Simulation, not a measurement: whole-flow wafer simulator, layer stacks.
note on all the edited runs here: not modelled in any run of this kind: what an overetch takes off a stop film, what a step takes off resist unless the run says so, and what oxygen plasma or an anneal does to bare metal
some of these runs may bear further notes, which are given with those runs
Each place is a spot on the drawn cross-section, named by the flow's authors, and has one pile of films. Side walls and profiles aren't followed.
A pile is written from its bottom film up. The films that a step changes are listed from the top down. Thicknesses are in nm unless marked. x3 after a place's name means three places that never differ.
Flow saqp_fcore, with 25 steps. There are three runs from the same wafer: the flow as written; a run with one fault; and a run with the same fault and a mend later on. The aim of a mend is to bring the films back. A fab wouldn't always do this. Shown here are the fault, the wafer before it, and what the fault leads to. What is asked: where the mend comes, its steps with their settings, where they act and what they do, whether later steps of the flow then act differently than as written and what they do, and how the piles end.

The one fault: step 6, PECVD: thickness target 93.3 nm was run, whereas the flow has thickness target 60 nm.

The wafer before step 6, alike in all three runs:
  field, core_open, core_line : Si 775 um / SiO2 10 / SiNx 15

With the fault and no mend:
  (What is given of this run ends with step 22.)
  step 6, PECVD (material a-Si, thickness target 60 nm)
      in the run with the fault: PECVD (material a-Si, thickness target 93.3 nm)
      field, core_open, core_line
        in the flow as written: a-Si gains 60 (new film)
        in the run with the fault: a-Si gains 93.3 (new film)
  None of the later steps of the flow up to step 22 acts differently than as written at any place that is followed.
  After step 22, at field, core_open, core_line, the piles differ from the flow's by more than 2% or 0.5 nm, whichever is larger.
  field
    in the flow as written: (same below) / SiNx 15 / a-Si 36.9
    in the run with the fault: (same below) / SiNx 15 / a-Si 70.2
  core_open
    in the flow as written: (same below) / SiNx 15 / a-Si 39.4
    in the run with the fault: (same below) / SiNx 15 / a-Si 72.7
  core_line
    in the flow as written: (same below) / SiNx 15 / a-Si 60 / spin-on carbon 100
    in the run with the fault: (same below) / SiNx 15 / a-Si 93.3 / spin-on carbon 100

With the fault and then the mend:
  The mend stands after step 7.
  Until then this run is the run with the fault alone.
  step 7a, ETCH (chemistry tmah, depth target 107.3 nm)
      field, core_open, core_line
        a-Si loses 93.3 (all of it)
  step 7b, PECVD (material a-Si, thickness target 60 nm) (the flow's step 6, run once more)
      field, core_open, core_line
        a-Si gains 60 (new film)
  None of the later steps of the flow acts differently than as written at any place that is followed.
  The piles end the same as the flow's at every place that both follow.
